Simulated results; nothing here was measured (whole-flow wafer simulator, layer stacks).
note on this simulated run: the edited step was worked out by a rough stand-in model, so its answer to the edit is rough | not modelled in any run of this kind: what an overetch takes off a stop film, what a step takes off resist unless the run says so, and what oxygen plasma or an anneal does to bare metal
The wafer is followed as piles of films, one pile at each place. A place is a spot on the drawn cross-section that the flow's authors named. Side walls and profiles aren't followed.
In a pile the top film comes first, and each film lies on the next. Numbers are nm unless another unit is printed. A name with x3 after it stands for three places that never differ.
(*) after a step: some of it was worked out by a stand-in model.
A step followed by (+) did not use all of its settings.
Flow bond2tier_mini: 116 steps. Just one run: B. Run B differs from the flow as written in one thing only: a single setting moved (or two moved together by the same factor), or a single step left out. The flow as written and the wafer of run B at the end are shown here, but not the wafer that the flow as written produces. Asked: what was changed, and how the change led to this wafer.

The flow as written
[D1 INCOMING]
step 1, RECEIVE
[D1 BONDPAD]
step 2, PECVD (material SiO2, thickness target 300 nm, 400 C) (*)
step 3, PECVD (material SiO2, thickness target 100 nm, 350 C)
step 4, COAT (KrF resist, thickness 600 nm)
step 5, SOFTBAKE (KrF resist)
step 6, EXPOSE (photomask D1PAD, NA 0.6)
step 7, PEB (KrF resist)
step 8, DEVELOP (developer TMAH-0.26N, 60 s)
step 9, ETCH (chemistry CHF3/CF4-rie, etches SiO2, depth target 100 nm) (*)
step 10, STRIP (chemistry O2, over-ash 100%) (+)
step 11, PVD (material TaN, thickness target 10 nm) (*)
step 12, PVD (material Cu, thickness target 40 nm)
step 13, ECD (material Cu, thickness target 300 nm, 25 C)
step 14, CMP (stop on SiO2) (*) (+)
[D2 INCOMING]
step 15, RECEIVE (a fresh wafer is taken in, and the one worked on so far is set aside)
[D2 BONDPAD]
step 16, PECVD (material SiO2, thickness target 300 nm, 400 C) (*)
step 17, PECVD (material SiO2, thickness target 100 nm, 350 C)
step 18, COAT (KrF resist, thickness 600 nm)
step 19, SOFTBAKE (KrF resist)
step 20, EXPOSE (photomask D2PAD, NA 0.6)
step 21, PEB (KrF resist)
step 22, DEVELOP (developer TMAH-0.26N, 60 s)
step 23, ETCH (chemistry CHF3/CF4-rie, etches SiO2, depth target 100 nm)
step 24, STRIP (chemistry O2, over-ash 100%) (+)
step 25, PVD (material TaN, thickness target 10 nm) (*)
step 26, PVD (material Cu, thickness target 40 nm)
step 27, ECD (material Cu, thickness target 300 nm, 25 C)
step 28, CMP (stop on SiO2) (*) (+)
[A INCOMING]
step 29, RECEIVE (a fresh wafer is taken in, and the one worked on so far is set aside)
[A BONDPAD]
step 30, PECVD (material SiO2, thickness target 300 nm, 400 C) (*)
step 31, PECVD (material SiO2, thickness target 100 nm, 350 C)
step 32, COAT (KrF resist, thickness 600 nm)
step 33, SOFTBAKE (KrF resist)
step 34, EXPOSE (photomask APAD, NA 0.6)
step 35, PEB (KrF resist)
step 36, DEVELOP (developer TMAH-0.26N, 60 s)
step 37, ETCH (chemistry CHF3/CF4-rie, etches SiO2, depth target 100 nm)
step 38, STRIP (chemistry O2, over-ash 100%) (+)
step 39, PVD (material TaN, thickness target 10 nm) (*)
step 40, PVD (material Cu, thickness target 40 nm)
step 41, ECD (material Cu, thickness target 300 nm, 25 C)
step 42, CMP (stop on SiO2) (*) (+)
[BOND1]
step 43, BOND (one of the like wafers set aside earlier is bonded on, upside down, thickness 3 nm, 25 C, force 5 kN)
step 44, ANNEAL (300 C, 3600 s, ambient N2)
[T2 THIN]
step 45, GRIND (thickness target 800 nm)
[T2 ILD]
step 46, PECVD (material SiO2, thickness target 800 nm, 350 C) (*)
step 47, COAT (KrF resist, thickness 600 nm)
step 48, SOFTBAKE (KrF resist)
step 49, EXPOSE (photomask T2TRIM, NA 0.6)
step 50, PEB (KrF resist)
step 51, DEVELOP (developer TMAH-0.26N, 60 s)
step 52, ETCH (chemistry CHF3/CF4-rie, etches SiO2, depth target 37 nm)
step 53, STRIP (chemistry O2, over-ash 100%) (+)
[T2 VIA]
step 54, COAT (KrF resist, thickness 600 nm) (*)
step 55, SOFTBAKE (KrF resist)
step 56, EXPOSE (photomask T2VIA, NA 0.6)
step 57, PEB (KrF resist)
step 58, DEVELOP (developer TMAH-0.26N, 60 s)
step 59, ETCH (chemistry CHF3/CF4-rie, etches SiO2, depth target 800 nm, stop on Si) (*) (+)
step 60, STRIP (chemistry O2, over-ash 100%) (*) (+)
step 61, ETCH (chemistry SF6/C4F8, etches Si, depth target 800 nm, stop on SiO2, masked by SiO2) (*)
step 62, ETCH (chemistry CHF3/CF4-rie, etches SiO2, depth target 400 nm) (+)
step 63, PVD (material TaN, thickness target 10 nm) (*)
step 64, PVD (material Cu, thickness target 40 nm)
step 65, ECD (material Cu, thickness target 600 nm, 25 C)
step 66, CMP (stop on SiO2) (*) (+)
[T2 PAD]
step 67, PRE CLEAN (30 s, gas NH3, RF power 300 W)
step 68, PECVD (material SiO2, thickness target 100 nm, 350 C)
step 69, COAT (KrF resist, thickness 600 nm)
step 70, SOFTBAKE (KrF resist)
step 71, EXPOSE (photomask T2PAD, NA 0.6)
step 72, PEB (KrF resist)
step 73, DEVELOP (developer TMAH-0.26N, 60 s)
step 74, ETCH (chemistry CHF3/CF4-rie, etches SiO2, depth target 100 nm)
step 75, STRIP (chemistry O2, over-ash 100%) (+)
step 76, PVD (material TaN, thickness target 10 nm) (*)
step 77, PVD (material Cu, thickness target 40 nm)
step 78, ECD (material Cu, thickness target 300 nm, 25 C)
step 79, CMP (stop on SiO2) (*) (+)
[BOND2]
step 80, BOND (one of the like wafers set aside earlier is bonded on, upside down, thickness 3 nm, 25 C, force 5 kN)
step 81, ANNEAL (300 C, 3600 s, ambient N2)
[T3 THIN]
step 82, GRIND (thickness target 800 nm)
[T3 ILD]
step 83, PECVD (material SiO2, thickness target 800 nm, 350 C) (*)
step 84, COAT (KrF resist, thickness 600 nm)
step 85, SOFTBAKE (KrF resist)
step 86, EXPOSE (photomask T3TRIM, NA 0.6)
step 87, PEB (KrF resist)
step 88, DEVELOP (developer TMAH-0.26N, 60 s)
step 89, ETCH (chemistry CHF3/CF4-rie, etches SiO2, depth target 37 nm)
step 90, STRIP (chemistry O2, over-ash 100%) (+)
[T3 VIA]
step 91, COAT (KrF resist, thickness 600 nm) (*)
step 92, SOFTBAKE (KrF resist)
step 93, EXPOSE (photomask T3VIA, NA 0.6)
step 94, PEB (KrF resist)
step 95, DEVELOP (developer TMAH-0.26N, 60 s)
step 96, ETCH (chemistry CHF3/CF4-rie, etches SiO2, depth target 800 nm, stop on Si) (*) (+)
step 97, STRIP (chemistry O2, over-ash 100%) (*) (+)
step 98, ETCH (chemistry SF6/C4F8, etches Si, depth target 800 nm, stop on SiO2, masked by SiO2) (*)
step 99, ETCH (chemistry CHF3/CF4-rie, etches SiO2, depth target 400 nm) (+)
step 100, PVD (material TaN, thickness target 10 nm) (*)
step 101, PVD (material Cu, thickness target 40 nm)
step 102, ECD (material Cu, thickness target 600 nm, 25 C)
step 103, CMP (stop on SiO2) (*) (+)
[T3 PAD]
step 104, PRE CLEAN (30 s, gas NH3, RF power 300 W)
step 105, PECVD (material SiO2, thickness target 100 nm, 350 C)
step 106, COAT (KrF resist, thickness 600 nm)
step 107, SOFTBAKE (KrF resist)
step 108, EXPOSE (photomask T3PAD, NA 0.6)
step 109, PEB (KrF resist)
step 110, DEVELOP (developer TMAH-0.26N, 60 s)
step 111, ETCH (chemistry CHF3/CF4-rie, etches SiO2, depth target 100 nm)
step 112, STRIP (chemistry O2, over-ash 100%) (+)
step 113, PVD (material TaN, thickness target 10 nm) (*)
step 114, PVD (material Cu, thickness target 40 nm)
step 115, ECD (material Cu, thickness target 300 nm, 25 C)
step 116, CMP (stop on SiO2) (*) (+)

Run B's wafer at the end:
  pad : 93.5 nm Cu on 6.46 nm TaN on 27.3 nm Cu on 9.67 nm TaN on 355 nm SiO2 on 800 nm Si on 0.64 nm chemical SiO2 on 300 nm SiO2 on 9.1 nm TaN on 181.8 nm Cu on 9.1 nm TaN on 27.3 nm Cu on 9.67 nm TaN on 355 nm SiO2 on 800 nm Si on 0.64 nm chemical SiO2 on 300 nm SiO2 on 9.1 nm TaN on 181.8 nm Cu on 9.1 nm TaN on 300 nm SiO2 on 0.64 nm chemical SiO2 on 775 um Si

Cause: step 113, PVD: thickness target 7.1 nm was run, while the flow as written has thickness target 10 nm.

The path from the change to this, step by step:
  step 113, PVD (material TaN, thickness target 10 nm) (*)
      field: TaN gains 7.1 (new film) (in the flow as written it would be: TaN gains 10 (new film))
      pad: TaN gains 6.46 (new film) (in the flow as written it would be: TaN gains 9.1 (new film))
  step 116, CMP (stop on SiO2) (*) (+)
      field: Cu loses 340 (all of it), TaN loses 7.1 (all of it) (in the flow as written it would be: Cu loses 340 (all of it), TaN loses 10 (all of it))
